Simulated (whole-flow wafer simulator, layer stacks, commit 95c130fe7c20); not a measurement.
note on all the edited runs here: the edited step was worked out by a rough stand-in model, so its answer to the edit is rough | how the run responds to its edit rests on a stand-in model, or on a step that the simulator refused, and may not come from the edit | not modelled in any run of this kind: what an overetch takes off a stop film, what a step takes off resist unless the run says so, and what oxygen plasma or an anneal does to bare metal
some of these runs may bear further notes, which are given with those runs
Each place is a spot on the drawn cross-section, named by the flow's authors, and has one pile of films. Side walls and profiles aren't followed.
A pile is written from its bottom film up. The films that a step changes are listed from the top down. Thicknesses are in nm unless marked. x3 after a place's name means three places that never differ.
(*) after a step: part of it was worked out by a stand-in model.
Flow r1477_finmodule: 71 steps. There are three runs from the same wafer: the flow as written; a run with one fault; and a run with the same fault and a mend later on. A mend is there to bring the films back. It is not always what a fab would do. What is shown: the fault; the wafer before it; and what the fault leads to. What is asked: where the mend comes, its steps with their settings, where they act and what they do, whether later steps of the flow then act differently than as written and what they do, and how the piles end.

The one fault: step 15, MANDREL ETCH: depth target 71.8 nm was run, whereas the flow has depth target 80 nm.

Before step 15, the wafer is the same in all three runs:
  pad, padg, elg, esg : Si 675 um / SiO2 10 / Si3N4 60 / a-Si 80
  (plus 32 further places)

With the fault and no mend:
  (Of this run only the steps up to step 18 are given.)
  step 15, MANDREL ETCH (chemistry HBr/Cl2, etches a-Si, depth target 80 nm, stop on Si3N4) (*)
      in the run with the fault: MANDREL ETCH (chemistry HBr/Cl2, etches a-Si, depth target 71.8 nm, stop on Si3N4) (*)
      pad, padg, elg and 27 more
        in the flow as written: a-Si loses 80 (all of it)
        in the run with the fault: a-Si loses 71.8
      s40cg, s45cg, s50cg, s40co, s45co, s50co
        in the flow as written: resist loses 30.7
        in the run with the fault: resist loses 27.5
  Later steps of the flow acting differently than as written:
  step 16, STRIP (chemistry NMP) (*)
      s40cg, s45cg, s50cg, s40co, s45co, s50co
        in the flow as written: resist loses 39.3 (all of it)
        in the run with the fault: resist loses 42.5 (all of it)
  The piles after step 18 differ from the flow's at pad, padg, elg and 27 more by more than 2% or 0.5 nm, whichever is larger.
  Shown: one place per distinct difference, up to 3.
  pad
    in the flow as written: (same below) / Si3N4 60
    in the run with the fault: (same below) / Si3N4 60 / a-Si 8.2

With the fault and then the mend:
  The mend follows step 15.
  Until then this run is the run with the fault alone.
  step 15a, MANDREL ETCH (chemistry HBr/Cl2, etches a-Si, depth target 8.2 nm, stop on Si3N4) (*) (a further turn of the flow's step 15, with different settings)
      pad, padg, elg and 27 more
        a-Si loses 8.2 (all of it)
      s40cg, s45cg, s50cg, s40co, s45co, s50co
        resist loses 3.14
  None of the later steps of the flow acts differently than as written at any place that is followed.
  The piles end the same as the flow's at every place that both follow.
